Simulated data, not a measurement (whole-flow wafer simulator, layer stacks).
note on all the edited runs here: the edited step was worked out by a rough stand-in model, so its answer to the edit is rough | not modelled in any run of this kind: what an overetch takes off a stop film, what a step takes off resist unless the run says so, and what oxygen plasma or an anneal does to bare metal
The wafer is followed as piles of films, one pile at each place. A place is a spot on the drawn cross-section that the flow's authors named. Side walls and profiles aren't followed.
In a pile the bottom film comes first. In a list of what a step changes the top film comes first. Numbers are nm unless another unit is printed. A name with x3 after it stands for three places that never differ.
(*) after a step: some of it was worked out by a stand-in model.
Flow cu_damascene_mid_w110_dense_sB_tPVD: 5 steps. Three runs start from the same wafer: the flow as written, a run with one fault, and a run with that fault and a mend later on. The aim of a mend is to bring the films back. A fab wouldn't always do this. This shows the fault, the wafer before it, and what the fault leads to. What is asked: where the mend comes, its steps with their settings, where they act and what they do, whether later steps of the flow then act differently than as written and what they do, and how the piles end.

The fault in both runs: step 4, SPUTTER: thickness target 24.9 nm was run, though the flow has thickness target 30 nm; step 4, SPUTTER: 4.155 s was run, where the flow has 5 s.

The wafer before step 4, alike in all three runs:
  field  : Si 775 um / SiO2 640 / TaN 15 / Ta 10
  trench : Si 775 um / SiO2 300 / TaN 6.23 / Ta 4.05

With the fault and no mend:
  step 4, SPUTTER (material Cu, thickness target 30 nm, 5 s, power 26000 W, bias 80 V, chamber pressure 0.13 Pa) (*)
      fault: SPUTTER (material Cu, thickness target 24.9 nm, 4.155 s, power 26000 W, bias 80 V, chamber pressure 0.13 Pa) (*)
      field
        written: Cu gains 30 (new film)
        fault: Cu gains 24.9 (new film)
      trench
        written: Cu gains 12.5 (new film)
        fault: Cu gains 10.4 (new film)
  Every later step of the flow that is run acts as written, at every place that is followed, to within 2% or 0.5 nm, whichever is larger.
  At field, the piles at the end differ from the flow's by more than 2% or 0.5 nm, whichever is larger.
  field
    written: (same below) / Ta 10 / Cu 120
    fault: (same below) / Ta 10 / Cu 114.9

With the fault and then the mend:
  The mend follows step 4.
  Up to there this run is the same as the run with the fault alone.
  step 4a, SPUTTER (material Cu, thickness target 5.1 nm, 0.845 s, power 26000 W, bias 80 V, chamber pressure 0.13 Pa) (*) (the flow's step 4 again, with other settings)
      field
        Cu gains 5.1
      trench
        Cu gains 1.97
  Every later step of the flow that is run acts as written, at every place that is followed, to within 2% or 0.5 nm, whichever is larger.
  At every place that both follow, the piles at the end match the flow's.
